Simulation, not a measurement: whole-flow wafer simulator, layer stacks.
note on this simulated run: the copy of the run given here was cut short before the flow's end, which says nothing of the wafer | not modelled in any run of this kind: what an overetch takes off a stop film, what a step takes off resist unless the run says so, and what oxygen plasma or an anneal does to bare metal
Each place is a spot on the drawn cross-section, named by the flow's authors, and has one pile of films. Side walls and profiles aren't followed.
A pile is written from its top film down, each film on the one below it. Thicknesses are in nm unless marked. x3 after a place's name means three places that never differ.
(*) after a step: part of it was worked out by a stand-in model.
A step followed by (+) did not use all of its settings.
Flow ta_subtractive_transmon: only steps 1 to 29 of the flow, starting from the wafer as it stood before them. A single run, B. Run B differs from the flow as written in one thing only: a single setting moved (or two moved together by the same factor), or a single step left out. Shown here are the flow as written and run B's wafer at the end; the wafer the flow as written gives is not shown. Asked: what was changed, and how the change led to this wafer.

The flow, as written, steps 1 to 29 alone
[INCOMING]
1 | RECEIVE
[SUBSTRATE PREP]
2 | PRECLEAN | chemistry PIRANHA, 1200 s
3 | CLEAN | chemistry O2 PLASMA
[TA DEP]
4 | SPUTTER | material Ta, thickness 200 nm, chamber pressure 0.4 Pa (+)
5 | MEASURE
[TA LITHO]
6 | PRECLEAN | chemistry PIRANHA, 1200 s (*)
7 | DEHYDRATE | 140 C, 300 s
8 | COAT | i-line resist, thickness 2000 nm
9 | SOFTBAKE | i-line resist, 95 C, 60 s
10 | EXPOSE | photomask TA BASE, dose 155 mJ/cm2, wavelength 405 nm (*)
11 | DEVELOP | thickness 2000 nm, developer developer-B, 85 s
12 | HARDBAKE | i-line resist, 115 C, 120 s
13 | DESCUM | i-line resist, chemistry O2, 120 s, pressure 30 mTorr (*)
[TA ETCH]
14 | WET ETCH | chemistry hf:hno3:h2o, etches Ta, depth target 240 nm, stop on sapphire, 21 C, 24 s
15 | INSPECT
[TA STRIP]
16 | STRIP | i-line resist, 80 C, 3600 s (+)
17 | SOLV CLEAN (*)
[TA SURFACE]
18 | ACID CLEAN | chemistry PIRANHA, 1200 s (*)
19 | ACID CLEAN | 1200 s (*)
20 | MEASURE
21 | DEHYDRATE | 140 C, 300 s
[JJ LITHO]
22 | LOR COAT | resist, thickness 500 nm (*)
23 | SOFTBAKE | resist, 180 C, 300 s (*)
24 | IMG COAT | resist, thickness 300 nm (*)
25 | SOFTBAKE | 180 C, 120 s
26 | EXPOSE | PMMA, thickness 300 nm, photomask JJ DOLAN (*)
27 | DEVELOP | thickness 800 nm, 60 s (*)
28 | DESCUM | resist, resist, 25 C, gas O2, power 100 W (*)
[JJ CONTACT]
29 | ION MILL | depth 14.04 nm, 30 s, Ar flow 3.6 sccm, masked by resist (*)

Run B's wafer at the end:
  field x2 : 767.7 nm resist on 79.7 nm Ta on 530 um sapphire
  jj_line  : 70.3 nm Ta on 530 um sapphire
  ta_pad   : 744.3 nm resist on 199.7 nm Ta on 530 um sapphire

The reason: step 14, WET ETCH: 12 s was run, while the flow as written has 24 s.

The path from the change to this, step by step:
  14 | WET ETCH | chemistry hf:hno3:h2o, etches Ta, depth target 240 nm, stop on sapphire, 21 C, 24 s
      field x2, jj_line, lead: Ta loses 120 (in the flow as written it would be: Ta loses 200 (all of it))
  22 | LOR COAT | resist, thickness 500 nm (*)
      lead: resist gains 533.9 (new film) (in the flow as written it would be: resist gains 554.8 (new film))
      ta_contact: resist gains 465 (new film) (in the flow as written it would be: resist gains 443.8 (new film))
  24 | IMG COAT | resist, thickness 300 nm (*)
      ta_pad: resist gains 288.6 (in the flow as written it would be: resist gains 281.3)
  27 | DEVELOP | thickness 800 nm, 60 s (*)
      lead: resist loses 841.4 (all of it) (in the flow as written it would be: resist loses 867.4 (all of it))
      ta_contact: resist loses 757.6 (all of it) (in the flow as written it would be: resist loses 731.2 (all of it))
  29 | ION MILL | depth 14.04 nm, 30 s, Ar flow 3.6 sccm, masked by resist (*)
      jj_line, lead: Ta loses 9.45 (in the flow as written it would be: sapphire loses 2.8)
With metal films that touch counted as one body, field x2 has 1 body; the flow as written gives 0 bodies.
With metal films that touch counted as one body, jj_line has 1 body; the flow as written gives 0 bodies.
